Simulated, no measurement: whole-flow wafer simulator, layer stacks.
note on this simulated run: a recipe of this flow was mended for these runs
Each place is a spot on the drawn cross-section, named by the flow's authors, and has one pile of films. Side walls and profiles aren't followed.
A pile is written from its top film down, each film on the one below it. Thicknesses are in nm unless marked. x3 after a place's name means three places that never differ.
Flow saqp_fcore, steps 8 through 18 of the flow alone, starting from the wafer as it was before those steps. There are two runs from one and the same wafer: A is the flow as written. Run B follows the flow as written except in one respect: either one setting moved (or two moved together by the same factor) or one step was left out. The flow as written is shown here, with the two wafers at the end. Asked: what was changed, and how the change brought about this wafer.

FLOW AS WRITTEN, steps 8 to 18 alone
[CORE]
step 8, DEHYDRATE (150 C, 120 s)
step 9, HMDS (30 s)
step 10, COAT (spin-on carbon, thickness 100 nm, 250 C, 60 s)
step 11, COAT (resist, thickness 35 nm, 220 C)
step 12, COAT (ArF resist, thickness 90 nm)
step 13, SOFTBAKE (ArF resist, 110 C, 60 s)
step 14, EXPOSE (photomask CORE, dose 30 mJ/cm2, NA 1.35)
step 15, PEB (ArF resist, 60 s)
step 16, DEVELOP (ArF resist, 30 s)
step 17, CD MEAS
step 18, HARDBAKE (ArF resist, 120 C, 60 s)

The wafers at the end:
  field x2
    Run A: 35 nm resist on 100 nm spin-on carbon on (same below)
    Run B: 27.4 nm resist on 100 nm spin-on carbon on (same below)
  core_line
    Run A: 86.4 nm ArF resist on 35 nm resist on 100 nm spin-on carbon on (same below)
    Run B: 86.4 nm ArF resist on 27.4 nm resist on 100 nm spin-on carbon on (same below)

What caused this: step 11, COAT: thickness 27.4 nm was run, though the flow has thickness 35 nm.
The wafer itself shows it: field x2 has resist 27.4, and step 11 as written asks for 35 nm.

The path from the change to this, step by step:
  step 11, COAT (resist, thickness 35 nm, 220 C)
      field x2, core_line: A +35 resist (new film) | B +27.4 resist (new film)
